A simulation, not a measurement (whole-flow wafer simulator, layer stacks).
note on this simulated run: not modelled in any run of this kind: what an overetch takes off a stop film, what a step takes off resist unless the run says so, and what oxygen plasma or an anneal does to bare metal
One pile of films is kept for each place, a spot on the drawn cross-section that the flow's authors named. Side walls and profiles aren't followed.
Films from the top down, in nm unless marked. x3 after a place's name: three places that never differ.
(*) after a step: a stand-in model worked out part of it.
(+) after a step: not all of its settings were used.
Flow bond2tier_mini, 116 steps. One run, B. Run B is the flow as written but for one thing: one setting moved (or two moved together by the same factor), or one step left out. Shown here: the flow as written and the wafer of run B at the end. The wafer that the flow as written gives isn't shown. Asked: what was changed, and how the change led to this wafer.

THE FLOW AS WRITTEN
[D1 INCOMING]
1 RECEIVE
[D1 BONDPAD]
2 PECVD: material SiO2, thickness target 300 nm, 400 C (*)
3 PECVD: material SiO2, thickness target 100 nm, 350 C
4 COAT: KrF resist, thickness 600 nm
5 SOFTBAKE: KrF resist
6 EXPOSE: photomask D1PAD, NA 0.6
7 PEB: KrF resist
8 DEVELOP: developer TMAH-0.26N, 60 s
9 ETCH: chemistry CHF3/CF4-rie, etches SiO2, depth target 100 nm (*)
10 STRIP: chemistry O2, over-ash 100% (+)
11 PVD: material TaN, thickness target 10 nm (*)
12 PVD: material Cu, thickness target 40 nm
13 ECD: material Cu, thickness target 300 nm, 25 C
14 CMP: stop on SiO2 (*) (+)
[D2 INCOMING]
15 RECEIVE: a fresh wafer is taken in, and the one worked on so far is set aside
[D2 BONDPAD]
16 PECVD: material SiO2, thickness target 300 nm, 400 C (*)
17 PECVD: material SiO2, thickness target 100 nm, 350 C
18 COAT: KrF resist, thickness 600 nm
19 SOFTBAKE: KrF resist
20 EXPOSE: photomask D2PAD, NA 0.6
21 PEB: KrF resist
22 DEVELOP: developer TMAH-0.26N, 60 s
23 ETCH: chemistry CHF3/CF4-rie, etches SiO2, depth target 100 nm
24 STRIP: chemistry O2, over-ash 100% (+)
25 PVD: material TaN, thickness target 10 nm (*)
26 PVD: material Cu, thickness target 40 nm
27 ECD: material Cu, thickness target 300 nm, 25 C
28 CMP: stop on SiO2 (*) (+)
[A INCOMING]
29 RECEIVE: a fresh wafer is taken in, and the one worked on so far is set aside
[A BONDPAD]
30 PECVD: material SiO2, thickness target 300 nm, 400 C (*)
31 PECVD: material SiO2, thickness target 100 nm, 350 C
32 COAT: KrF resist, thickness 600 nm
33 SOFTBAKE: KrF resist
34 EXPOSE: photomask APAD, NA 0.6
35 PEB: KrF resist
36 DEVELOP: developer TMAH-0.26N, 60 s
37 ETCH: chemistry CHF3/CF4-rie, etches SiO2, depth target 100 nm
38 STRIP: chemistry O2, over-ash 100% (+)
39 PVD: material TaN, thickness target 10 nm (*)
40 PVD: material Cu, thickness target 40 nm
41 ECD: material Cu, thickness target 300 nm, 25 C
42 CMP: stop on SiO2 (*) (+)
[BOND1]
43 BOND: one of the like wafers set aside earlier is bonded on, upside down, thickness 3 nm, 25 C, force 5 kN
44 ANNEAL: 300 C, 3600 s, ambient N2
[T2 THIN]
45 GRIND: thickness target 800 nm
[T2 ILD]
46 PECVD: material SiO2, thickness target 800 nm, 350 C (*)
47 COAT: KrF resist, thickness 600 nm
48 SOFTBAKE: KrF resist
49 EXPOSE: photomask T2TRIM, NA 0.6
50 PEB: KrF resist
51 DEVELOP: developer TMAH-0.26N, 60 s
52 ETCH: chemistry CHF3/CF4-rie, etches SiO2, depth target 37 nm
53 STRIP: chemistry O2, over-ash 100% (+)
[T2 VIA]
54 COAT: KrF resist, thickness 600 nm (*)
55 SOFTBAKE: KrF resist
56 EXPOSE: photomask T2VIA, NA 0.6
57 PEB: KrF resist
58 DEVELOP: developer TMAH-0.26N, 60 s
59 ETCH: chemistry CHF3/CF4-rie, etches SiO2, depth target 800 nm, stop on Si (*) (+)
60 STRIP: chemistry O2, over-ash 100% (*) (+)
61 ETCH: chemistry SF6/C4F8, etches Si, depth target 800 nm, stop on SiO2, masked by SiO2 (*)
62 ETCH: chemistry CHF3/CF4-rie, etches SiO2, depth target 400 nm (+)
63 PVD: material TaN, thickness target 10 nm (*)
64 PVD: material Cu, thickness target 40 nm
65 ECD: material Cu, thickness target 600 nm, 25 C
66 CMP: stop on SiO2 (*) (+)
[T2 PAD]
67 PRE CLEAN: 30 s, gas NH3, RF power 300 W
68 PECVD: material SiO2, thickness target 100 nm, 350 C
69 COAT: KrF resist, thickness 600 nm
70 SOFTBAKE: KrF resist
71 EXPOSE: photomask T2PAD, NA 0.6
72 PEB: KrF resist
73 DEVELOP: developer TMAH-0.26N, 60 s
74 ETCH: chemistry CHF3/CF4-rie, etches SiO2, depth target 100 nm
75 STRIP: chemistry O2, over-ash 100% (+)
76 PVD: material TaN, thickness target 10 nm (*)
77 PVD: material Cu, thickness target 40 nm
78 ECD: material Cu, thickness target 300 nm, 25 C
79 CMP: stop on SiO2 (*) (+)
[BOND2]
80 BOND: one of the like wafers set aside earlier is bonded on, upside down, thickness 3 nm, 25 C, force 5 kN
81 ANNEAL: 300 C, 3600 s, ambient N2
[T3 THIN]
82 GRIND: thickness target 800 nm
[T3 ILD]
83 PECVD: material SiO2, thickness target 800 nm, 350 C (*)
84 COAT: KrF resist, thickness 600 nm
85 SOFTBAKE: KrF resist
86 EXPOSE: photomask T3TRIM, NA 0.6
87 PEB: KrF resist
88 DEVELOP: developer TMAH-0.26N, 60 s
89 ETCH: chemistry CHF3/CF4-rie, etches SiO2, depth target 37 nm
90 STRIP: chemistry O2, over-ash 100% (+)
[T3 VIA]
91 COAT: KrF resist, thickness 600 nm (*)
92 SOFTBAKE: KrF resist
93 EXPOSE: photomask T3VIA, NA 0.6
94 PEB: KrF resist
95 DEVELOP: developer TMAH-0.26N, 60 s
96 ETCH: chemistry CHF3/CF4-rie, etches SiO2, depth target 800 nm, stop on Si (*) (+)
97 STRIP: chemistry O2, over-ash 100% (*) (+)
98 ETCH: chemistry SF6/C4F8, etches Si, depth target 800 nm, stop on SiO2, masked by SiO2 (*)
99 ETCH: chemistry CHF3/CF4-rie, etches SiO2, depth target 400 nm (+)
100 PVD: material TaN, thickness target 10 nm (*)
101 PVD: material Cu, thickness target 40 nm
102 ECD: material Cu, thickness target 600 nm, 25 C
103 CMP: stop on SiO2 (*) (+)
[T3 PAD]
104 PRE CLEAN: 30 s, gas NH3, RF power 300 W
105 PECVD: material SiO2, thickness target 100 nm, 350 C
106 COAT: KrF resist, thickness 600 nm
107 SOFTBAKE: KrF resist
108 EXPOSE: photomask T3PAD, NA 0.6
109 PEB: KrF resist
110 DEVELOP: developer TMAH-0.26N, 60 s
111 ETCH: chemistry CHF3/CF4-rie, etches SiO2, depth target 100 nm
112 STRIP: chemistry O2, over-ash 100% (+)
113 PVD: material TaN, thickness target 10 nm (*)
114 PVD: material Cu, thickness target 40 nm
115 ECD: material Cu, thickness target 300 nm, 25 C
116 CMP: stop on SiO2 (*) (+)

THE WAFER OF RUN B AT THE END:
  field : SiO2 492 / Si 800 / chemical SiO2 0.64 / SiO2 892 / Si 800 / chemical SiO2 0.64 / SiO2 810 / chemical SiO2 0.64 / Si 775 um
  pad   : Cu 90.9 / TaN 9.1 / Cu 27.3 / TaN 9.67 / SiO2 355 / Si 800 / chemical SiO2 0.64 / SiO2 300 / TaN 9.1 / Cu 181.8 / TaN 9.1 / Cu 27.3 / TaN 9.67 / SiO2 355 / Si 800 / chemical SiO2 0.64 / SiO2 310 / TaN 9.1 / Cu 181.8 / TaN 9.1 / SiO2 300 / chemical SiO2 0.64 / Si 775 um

The cause: step 3, PECVD: thickness target 110 nm was run, where the flow has thickness target 100 nm.

How the change led to this, step by step:
  3 PECVD: material SiO2, thickness target 100 nm, 350 C
      field, pad, via: SiO2 +110 (as written it would be: SiO2 +100)
  43 BOND: one of the like wafers set aside earlier is bonded on, upside down, thickness 3 nm, 25 C, force 5 kN
      field: Si +775 um (new film), chemical SiO2 +0.64 (new film), SiO2 +410 (as written it would be: Si +775 um (new film), chemical SiO2 +0.64 (new film), SiO2 +400)
      pad: Si +775 um (new film), chemical SiO2 +0.64 (new film), SiO2 +310 (new film), TaN +9.1 (new film), Cu +90.9 (as written it would be: Si +775 um (new film), chemical SiO2 +0.64 (new film), SiO2 +300 (new film), TaN +9.1 (new film), Cu +90.9)
      (and at 1 more place)
